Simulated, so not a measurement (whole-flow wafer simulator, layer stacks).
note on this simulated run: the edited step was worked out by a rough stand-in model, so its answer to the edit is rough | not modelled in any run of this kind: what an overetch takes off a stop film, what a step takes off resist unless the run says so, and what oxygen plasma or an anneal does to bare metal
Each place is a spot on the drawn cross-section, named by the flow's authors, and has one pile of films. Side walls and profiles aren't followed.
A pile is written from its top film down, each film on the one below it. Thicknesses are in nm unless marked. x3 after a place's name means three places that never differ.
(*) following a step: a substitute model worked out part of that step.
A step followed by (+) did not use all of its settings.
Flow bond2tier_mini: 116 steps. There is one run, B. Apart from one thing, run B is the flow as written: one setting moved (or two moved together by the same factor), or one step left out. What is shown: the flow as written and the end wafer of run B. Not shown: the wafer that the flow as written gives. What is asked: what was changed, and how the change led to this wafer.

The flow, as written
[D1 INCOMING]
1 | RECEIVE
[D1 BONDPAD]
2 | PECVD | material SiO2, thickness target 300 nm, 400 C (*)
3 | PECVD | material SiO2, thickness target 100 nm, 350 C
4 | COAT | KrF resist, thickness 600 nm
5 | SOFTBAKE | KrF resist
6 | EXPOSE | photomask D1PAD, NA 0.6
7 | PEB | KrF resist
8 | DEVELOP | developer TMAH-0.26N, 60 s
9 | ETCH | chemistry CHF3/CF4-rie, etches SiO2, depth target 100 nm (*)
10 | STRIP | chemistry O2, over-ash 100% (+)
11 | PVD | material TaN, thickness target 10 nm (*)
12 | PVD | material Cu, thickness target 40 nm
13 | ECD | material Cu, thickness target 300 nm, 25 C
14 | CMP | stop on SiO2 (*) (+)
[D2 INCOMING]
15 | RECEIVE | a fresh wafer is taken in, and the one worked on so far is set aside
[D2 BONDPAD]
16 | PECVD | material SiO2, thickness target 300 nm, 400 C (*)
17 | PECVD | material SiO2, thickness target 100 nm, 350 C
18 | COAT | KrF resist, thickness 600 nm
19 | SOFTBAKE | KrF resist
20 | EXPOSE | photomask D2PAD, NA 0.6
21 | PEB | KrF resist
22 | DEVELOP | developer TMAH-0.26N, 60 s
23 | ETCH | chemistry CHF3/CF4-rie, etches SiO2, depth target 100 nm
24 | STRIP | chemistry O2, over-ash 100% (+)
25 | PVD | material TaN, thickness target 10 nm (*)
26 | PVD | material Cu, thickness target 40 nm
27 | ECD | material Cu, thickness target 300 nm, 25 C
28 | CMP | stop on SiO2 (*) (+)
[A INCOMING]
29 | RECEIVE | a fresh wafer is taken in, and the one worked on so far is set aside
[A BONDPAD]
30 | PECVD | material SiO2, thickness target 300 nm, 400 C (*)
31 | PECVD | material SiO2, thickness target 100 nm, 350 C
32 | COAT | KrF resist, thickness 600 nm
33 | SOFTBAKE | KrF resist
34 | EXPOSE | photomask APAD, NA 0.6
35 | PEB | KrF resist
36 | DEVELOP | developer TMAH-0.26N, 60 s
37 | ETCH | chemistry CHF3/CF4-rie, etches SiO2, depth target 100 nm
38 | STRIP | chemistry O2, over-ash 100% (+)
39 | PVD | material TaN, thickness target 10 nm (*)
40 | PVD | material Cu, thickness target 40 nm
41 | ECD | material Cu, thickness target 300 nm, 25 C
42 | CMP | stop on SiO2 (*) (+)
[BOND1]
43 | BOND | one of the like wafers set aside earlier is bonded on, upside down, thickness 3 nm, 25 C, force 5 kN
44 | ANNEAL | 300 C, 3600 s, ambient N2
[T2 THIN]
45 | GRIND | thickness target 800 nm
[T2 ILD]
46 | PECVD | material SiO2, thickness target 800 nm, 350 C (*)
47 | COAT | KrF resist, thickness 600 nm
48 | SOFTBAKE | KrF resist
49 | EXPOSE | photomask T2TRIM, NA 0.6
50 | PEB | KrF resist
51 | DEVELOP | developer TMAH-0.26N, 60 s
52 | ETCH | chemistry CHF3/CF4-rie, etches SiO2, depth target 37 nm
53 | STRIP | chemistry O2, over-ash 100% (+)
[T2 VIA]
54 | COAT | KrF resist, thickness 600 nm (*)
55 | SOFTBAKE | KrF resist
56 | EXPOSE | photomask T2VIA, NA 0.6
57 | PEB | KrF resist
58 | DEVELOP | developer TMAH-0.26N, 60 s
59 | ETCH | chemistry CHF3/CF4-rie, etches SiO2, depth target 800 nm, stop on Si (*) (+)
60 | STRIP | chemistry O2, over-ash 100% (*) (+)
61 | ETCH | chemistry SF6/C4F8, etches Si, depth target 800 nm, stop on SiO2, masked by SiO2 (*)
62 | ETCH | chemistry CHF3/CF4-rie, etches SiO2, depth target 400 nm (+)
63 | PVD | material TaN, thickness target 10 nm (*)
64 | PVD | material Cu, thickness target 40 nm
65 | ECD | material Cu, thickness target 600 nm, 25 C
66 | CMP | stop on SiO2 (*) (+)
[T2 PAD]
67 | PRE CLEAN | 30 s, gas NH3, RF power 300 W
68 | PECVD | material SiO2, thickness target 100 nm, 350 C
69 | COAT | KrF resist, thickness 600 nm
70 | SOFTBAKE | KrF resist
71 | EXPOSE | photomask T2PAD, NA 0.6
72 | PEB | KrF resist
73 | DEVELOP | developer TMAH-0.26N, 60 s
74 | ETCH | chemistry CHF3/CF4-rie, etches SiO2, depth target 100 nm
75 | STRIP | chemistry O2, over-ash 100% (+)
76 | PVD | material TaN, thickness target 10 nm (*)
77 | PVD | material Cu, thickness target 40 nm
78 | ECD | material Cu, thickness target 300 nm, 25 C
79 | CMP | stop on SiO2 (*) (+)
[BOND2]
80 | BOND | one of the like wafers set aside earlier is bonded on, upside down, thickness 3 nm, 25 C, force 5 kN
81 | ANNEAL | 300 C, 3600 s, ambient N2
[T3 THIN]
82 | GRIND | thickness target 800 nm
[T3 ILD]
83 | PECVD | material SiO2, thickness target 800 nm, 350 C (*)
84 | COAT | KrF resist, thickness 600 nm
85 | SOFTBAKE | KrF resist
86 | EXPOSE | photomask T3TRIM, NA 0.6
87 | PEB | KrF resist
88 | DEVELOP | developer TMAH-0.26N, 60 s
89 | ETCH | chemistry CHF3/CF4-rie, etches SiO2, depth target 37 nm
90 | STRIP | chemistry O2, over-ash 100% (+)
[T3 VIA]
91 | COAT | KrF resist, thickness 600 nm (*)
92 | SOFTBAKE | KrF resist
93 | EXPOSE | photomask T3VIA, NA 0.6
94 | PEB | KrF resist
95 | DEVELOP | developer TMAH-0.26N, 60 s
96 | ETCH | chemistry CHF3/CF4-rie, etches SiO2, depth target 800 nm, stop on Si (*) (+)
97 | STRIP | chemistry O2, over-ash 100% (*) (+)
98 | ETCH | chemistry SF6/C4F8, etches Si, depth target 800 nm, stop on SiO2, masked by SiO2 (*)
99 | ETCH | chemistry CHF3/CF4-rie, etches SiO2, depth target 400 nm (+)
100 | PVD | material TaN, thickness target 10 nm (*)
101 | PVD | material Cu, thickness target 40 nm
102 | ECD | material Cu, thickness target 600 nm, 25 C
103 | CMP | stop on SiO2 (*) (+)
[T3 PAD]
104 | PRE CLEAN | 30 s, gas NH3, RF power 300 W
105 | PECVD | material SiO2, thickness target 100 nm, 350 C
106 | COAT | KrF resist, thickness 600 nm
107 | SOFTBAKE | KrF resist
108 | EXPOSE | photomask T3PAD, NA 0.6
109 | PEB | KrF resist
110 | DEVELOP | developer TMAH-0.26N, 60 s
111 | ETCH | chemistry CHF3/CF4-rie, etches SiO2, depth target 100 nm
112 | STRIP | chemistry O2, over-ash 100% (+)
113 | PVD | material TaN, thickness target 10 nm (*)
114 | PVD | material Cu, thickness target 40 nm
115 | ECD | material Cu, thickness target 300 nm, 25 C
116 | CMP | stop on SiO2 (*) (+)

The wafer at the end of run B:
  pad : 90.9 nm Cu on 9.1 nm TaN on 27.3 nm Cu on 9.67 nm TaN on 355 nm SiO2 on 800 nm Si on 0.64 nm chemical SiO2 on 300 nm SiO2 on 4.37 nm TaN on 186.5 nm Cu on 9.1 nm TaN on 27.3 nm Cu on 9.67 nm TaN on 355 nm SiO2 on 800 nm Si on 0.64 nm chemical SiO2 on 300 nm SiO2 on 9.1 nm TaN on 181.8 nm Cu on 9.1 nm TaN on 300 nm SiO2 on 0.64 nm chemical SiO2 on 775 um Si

What caused this: step 25, PVD: thickness target 4.8 nm was run, whereas the flow has thickness target 10 nm.

Step by step, how the change led to this:
  25 | PVD | material TaN, thickness target 10 nm (*)
      field: +4.8 TaN (new film) (in the flow as written it would be: +10 TaN (new film))
      pad: +4.37 TaN (new film) (in the flow as written it would be: +9.1 TaN (new film))
      (and at 1 other place as well)
  28 | CMP | stop on SiO2 (*) (+)
      field: -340 Cu (all of it), -4.8 TaN (all of it) (in the flow as written it would be: -340 Cu (all of it), -10 TaN (all of it))
  80 | BOND | one of the like wafers set aside earlier is bonded on, upside down, thickness 3 nm, 25 C, force 5 kN
      pad: +775 um Si (new film), +0.64 chemical SiO2 (new film), +300 SiO2 (new film), +4.37 TaN (new film), +95.6 Cu (in the flow as written it would be: +775 um Si (new film), +0.64 chemical SiO2 (new film), +300 SiO2 (new film), +9.1 TaN (new film), +90.9 Cu)
